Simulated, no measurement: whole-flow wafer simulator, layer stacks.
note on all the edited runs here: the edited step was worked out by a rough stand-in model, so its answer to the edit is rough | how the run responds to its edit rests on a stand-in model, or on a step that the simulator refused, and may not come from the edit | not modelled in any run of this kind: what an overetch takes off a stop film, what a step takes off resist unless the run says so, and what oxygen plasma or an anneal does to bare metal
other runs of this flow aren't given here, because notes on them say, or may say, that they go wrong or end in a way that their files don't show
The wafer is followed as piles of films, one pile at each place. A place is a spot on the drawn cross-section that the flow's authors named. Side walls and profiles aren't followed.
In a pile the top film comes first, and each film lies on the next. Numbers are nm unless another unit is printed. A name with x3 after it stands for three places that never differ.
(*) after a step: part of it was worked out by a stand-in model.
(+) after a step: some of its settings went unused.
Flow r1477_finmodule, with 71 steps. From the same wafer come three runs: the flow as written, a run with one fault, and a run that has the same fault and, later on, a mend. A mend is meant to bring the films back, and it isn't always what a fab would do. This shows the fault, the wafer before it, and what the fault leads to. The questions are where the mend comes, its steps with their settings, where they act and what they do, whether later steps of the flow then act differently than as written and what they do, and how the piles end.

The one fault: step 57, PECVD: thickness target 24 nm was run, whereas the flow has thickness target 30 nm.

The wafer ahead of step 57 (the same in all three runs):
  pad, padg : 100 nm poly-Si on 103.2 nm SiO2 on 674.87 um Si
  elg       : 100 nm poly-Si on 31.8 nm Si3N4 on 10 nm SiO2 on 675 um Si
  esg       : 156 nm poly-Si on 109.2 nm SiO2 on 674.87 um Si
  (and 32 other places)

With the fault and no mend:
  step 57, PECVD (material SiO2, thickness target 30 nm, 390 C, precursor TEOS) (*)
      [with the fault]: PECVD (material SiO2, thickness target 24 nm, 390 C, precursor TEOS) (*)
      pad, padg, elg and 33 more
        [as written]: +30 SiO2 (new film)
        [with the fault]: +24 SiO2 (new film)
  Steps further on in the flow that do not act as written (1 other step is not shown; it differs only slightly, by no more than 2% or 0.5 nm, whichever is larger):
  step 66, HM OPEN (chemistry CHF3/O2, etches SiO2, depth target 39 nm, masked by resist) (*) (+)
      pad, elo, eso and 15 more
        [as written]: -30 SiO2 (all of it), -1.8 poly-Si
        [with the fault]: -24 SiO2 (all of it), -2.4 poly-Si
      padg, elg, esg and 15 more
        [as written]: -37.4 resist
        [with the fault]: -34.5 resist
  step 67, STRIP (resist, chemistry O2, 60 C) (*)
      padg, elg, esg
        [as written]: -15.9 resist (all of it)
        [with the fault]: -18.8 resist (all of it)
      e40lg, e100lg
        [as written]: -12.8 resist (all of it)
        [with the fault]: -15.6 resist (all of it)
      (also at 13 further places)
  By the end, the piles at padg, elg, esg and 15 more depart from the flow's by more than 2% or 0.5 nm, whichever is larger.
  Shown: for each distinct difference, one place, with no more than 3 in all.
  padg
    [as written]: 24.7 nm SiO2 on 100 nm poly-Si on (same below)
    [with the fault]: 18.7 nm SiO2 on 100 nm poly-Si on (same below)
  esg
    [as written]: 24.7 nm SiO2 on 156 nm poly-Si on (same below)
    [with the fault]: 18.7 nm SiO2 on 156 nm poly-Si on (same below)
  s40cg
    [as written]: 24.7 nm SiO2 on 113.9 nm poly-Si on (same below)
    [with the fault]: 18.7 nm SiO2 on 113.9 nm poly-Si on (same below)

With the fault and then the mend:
  The mend stands after step 64.
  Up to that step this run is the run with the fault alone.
  step 64a, STRIP (resist, chemistry O2, 60 C)
      padg, elg, esg
        -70 resist (all of it)
      e40lg, e100lg, e200lg
        -66.9 resist (all of it)
      s40sg, s45sg
        -91 resist (all of it)
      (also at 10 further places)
  step 64b, PECVD (material SiO2, thickness target 6 nm, 390 C, precursor TEOS) (*) (the flow's step 57, run once more with other settings)
      pad, padg, elg and 33 more
        +6 SiO2
  step 64c, COAT (resist, thickness 70 nm) (*) (the flow's step 60, run once more)
      e40lg, e100lg, e200lg, elo, e40lo, e100lo, e200lo
        +66.9 resist (new film)
      pad, padg, elg, esg
        +70 resist (new film)
      s40sg, s45sg, s40so, s45so
        +91 resist (new film)
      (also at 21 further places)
  step 64d, SOFTBAKE (180 C, 180 s) (*) (the flow's step 61, run once more)
      does not change any film at any place that is followed
  step 64e, EXPOSE (resist, photomask GATE) (the flow's step 62, run once more)
      does not change any film at any place that is followed
  step 64f, DEVELOP (*) (the flow's step 63, run once more)
      elo, e40lo, e100lo, e200lo
        -66.9 resist (all of it)
      eso, e40so
        -129.5 resist (all of it)
      s40so, s45so
        -91 resist (all of it)
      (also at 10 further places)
  Later steps of the flow that are run all act as written at every place that is followed.
  By the end, the piles equal the flow's at every place that both follow.
